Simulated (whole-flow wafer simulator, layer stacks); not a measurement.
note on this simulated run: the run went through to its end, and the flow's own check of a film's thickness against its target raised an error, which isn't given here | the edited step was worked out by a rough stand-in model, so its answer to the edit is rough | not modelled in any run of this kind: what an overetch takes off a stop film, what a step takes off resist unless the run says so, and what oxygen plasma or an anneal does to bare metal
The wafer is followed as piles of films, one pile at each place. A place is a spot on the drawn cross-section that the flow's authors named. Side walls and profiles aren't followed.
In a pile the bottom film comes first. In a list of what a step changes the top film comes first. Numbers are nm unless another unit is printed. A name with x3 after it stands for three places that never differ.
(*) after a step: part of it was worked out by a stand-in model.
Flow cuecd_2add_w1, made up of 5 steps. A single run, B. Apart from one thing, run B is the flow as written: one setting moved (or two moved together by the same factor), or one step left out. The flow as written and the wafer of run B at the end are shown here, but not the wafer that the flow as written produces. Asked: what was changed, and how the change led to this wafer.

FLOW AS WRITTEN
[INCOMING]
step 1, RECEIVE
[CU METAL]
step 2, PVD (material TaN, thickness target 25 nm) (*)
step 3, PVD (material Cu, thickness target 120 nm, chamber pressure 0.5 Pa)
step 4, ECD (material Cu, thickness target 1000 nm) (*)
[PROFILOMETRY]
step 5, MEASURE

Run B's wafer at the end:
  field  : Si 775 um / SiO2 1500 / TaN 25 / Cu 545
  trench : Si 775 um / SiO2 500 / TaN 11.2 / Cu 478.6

Cause: step 4, ECD: thickness target 425 nm was run, while the flow as written has thickness target 1000 nm.

How this came from the change, step by step:
  step 4, ECD (material Cu, thickness target 1000 nm) (*)
      field: Cu gains 425 (in the flow as written it would be: Cu gains 1000)
      trench: Cu gains 425 (in the flow as written it would be: Cu gains 2080.2)
